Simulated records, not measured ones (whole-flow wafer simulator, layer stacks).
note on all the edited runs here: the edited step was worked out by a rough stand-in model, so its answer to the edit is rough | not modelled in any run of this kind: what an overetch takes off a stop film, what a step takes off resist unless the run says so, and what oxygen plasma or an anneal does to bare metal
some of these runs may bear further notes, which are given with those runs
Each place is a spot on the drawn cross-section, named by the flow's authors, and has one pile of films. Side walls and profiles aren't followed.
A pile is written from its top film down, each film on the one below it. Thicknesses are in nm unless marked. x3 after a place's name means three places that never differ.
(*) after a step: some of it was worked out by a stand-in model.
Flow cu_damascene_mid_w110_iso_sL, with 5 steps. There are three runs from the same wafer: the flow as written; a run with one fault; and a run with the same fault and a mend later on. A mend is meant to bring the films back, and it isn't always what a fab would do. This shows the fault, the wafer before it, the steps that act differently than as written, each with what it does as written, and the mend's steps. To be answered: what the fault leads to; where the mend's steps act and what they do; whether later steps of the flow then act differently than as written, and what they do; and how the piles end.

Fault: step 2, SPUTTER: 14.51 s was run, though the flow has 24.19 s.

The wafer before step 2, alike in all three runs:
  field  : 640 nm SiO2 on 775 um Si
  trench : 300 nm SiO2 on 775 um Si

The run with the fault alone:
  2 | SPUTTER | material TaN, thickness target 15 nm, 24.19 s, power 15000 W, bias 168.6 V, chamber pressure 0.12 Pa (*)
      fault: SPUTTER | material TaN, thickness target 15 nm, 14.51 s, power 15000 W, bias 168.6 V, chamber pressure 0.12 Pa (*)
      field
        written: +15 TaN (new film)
        fault: +9 TaN (new film)
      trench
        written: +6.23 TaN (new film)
        fault: +3.74 TaN (new film)
  None of the later steps of the flow differs from how it acts as written, at any place that is followed, by more than 2% or 0.5 nm, whichever is larger.
  The piles end different from the flow's at field, trench by more than 2% or 0.5 nm, whichever is larger.
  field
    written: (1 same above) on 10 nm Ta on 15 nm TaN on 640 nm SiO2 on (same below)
    fault: (1 same above) on 10 nm Ta on 9 nm TaN on 640 nm SiO2 on (same below)
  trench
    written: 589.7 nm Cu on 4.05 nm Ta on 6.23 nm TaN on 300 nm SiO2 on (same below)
    fault: 586.1 nm Cu on 4.12 nm Ta on 3.74 nm TaN on 300 nm SiO2 on (same below)

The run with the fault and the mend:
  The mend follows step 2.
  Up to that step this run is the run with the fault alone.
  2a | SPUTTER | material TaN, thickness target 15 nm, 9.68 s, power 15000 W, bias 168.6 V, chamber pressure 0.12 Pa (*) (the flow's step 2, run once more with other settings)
      field
        +6 TaN
      trench
        +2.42 TaN
  None of the later steps of the flow differs from how it acts as written, at any place that is followed, by more than 2% or 0.5 nm, whichever is larger.
  The piles end only slightly different from the flow's at the places that both follow, by no more than 2% or 0.5 nm, whichever is larger.
